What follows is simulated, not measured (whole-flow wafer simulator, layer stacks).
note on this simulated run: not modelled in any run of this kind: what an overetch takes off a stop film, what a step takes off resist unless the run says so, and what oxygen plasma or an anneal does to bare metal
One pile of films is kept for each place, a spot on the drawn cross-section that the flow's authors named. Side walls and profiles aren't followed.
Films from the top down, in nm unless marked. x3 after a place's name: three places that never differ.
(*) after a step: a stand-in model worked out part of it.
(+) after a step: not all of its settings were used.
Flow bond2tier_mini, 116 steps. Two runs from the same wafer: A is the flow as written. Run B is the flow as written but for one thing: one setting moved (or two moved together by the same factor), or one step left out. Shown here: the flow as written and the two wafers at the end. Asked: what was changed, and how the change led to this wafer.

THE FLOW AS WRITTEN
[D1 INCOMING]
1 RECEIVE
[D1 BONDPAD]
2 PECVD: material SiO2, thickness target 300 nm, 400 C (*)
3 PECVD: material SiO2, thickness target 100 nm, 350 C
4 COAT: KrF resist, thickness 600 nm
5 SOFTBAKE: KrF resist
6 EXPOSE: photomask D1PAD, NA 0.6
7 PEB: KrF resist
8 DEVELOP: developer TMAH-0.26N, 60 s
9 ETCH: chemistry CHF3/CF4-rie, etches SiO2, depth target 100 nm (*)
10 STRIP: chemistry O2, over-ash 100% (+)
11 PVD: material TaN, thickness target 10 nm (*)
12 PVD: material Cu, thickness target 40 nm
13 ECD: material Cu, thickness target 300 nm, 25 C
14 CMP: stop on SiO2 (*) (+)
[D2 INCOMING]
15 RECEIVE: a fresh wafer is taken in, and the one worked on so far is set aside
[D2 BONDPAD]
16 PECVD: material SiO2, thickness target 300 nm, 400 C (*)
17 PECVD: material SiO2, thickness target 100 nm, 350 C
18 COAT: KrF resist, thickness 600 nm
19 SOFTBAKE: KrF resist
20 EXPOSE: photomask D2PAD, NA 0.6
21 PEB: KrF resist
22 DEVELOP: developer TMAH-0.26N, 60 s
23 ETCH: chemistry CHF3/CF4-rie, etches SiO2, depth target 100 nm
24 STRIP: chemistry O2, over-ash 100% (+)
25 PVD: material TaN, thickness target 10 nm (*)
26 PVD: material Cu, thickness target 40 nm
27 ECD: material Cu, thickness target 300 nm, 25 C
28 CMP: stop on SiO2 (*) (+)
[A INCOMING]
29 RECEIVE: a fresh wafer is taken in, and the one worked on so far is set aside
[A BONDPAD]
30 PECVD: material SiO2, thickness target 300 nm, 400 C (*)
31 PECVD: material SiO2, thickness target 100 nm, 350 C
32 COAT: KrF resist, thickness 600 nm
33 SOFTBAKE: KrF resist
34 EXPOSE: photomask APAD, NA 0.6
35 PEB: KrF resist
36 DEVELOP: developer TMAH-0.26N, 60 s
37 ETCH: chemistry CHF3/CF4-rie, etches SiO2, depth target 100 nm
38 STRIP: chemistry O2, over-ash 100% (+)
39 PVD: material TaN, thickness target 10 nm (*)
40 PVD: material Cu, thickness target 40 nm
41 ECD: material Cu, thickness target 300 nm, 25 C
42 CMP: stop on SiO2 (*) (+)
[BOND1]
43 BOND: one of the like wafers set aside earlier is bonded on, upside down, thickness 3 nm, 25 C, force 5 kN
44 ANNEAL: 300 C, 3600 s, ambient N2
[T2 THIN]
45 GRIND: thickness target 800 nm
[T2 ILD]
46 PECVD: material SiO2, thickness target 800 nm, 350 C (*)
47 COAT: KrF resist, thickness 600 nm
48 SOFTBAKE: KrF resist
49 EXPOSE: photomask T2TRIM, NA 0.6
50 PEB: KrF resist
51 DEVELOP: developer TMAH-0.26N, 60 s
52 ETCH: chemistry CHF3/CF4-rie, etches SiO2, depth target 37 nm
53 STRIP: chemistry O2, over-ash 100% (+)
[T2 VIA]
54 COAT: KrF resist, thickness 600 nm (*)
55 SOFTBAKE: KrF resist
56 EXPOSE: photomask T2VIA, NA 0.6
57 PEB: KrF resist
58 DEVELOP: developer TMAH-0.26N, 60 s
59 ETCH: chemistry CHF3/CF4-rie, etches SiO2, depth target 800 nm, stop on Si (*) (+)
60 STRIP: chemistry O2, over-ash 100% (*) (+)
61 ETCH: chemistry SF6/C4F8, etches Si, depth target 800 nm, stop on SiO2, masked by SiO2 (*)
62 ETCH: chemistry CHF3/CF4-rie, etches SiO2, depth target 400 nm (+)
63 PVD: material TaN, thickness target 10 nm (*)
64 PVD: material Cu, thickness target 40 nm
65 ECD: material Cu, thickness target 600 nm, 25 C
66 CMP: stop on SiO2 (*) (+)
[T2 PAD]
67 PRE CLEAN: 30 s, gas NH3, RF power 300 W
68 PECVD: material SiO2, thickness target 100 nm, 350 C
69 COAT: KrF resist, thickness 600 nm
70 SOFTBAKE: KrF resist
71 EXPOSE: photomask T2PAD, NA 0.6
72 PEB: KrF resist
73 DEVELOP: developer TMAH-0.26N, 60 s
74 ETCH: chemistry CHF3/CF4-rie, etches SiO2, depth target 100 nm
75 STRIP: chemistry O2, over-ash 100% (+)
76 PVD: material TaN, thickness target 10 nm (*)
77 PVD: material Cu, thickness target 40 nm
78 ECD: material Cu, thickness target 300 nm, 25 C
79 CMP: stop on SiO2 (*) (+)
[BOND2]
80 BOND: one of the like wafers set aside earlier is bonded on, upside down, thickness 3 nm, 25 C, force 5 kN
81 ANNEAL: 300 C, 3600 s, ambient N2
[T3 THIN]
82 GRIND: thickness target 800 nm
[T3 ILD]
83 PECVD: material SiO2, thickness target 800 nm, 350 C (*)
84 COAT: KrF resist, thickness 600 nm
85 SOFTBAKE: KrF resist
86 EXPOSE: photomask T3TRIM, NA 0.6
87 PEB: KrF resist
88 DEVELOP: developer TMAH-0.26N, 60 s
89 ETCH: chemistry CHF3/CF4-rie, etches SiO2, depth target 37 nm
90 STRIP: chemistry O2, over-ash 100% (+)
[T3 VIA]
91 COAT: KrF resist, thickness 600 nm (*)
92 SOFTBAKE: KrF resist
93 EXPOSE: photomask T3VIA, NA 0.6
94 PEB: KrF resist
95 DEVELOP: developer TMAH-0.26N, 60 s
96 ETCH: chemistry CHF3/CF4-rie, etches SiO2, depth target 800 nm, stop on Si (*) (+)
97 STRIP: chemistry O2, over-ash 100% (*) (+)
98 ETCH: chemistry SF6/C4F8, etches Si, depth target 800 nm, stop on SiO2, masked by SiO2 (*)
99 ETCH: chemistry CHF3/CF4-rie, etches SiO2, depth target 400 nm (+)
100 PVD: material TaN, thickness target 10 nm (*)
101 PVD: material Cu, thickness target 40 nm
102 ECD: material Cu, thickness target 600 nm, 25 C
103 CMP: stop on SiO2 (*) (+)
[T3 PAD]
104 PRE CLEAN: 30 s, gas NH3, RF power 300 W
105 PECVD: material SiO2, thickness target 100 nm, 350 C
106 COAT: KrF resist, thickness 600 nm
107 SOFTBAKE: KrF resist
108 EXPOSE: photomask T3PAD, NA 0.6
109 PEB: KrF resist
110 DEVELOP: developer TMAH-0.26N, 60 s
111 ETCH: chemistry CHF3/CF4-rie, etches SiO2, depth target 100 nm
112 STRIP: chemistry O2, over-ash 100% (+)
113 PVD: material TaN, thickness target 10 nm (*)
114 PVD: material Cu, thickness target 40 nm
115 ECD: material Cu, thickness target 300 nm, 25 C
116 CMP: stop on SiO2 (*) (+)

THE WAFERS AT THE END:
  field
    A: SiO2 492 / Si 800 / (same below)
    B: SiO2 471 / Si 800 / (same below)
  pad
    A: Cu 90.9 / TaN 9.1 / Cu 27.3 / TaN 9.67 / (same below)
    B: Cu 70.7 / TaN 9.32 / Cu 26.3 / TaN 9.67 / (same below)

The cause: step 105, PECVD: thickness target 79 nm was run, where the flow has thickness target 100 nm.

How the change led to this, step by step:
  105 PECVD: material SiO2, thickness target 100 nm, 350 C
      field: A SiO2 +100 | B SiO2 +79
      pad: A SiO2 +100 (new film) | B SiO2 +79 (new film)
  111 ETCH: chemistry CHF3/CF4-rie, etches SiO2, depth target 100 nm
      pad: A SiO2 -100 (all of it) | B SiO2 -79 (all of it), Cu -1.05
  115 ECD: material Cu, thickness target 300 nm, 25 C
      pad: A Cu +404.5 | B Cu +383.6
